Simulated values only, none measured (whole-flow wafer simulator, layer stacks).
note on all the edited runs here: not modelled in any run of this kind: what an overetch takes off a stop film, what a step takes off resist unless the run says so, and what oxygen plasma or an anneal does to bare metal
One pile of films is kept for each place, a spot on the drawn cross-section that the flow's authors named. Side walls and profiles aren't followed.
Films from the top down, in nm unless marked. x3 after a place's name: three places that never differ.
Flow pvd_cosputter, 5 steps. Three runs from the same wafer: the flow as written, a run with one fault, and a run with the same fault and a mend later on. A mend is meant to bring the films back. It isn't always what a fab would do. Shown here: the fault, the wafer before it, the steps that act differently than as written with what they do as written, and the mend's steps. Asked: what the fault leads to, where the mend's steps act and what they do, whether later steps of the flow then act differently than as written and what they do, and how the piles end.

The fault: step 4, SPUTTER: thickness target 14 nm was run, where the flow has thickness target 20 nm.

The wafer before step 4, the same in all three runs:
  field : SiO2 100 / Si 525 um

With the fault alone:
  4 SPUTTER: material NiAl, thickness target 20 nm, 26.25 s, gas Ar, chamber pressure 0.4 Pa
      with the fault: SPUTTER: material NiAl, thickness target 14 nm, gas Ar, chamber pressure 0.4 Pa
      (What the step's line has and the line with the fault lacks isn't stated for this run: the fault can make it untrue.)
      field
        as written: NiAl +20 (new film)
        with the fault: NiAl +14 (new film)
  No later step of the flow acts differently than as written at any place that is followed.
  At the end the piles differ from the flow's by more than 2% or 0.5 nm, whichever is larger, at field.
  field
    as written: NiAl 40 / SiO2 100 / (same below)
    with the fault: NiAl 34 / SiO2 100 / (same below)

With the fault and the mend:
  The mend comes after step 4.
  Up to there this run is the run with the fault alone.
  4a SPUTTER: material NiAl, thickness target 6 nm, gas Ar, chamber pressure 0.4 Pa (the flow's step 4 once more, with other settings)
      field
        NiAl +6
  No later step of the flow acts differently than as written at any place that is followed.
  At the end the piles are the same as the flow's at every place that both follow.
